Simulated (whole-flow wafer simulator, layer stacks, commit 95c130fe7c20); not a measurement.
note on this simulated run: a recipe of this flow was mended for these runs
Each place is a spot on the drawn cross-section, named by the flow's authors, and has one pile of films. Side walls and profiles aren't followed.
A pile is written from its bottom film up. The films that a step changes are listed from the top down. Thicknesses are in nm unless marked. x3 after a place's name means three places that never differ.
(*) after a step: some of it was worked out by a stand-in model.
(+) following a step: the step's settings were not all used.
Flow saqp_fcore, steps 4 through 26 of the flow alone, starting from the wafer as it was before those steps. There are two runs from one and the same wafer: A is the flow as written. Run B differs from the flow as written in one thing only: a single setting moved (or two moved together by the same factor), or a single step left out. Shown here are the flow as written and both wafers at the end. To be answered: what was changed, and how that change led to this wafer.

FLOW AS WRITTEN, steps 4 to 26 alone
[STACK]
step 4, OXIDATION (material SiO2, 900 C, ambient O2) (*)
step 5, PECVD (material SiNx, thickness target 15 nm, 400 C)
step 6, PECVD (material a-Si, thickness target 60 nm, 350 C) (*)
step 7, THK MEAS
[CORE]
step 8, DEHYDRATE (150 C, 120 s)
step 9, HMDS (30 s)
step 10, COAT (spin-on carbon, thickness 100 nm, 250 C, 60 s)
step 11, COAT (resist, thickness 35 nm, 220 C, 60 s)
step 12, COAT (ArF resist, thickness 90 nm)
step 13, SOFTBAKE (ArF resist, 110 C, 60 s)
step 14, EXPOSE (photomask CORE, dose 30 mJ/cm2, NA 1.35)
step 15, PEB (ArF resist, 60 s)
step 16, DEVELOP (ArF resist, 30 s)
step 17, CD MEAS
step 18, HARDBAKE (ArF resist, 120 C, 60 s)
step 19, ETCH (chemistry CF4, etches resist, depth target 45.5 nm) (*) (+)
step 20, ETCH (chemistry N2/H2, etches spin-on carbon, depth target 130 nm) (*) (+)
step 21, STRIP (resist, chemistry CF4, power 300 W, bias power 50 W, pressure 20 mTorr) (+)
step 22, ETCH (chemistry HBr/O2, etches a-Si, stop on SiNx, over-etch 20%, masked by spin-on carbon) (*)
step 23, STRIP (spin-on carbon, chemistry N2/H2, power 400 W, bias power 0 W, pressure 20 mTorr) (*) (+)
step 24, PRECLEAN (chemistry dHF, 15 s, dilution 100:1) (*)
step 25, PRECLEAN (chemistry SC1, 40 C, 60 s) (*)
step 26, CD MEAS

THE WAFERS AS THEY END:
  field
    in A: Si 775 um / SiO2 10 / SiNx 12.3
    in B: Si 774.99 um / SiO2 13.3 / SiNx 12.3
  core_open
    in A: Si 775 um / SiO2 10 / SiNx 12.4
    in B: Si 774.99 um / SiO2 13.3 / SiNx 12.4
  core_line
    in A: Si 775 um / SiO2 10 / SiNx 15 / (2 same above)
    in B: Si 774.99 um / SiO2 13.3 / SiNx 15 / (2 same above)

What caused this: step 4, OXIDATION: 931 C was run, whereas the flow has 900 C.

Step by step, how the change led to this:
  step 4, OXIDATION (material SiO2, 900 C, ambient O2) (*)
      field, core_open, core_line: A SiO2 gains 10 (new film), chemical SiO2 loses 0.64 (all of it), Si loses 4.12 | B SiO2 gains 13.3 (new film), chemical SiO2 loses 0.64 (all of it), Si loses 5.55
